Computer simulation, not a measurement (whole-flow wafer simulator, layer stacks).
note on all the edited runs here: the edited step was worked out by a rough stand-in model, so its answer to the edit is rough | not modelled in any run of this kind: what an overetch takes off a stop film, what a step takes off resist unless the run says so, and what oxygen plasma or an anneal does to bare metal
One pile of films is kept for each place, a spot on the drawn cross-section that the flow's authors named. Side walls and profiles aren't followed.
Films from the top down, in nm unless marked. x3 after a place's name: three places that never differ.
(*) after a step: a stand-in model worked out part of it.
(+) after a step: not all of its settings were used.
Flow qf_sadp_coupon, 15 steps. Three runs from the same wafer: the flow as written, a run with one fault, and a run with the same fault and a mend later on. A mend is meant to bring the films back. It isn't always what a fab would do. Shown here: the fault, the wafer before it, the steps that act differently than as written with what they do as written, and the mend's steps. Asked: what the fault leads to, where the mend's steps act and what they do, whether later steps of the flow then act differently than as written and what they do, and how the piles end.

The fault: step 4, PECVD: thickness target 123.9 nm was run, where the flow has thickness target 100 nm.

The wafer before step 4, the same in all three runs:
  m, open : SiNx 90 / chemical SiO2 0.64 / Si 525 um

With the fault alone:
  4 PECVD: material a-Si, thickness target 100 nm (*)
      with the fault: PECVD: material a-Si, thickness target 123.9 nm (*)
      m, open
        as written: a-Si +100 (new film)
        with the fault: a-Si +123.9 (new film)
  Later steps of the flow that act differently than as written:
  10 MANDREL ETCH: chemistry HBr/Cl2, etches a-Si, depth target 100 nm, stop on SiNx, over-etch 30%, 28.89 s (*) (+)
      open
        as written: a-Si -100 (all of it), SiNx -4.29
        with the fault: a-Si -123.9 (all of it), SiNx -0.87
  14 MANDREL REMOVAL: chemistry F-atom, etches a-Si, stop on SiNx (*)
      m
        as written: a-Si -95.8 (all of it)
        with the fault: a-Si -119.7 (all of it)
  At the end the piles differ from the flow's by more than 2% or 0.5 nm, whichever is larger, at open.
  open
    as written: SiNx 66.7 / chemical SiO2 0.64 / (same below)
    with the fault: SiNx 70.1 / chemical SiO2 0.64 / (same below)

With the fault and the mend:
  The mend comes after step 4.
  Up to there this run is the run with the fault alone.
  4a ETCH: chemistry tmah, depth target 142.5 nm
      m, open
        a-Si -123.9 (all of it)
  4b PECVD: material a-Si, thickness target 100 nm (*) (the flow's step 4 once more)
      m, open
        a-Si +100 (new film)
  No later step of the flow acts differently than as written at any place that is followed.
  At the end the piles are the same as the flow's at every place that both follow.
